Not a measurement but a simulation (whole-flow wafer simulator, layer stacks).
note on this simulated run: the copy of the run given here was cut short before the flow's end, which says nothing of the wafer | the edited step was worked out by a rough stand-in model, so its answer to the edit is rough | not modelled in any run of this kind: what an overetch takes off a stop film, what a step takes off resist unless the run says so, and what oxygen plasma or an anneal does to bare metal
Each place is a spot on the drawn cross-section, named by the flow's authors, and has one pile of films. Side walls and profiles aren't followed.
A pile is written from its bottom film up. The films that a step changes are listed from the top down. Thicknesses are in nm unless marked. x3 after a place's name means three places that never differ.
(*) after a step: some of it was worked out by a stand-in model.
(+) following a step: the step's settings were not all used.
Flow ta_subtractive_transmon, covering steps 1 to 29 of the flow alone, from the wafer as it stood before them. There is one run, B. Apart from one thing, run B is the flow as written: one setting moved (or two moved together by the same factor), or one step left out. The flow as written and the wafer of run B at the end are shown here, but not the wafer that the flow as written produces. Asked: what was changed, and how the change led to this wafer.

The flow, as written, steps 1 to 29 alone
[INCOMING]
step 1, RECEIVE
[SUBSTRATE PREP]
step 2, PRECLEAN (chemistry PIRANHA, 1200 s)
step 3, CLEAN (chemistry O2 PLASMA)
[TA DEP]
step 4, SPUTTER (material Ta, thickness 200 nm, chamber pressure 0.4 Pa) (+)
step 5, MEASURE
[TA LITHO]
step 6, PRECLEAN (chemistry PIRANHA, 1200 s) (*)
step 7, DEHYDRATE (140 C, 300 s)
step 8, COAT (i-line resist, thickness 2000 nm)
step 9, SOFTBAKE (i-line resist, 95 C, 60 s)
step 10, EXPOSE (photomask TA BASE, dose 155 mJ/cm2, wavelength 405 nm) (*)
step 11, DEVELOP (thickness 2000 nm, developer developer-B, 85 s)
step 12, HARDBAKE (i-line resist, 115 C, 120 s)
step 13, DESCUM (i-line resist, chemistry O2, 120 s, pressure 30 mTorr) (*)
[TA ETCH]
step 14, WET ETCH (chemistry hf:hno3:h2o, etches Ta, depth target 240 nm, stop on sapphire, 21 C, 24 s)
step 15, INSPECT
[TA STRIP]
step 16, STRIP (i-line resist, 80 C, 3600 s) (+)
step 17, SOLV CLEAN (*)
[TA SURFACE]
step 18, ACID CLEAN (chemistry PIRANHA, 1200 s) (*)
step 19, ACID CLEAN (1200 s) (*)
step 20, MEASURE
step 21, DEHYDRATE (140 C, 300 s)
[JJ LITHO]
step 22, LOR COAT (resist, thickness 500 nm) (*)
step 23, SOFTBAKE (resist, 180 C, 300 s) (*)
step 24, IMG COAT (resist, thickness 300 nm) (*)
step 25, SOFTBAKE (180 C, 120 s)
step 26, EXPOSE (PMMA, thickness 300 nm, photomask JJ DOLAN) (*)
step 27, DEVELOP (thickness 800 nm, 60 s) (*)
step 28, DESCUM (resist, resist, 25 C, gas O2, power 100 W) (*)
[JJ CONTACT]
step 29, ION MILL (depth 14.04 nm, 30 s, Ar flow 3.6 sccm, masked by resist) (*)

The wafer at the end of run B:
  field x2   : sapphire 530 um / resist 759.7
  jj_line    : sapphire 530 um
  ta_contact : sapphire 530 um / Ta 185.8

Cause: step 29, ION MILL: depth 20.7 nm was run, whereas the flow has depth 14.04 nm; step 29, ION MILL: 44.2 s was run, where the flow has 30 s.

The path from the change to this, step by step:
  step 29, ION MILL (depth 14.04 nm, 30 s, Ar flow 3.6 sccm, masked by resist) (*)
      field x2, ta_pad: -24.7 resist (it would be, as written: -16.8 resist)
      jj_line, lead: -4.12 sapphire (it would be, as written: -2.8 sapphire)
      (and at 1 other place as well)
